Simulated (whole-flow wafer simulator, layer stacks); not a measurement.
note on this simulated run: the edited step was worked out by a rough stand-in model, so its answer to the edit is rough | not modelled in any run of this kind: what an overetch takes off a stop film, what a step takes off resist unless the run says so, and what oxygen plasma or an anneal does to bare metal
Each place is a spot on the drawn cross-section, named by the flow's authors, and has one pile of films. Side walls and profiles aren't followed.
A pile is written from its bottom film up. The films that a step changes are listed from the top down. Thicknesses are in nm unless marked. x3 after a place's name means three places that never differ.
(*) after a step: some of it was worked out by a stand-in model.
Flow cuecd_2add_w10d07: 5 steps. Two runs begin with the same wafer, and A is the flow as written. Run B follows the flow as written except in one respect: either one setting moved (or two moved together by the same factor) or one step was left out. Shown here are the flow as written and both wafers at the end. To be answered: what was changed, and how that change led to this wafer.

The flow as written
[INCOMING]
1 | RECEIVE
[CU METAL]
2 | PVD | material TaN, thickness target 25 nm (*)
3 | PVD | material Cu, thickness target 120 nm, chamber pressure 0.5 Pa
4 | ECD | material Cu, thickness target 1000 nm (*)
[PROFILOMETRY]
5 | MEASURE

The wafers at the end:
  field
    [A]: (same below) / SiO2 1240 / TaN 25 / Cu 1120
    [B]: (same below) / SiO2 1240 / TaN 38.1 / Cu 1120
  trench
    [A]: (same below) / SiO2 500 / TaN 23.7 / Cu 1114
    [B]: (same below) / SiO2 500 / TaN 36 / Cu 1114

Cause: step 2, PVD: thickness target 38.1 nm was run, though the flow has thickness target 25 nm.
The wafer itself shows it: field has TaN 38.1, and step 2 as written asks for 25 nm.

How this came from the change, step by step:
  2 | PVD | material TaN, thickness target 25 nm (*)
      field: A +25 TaN (new film) | B +38.1 TaN (new film)
      trench: A +23.7 TaN (new film) | B +36 TaN (new film)
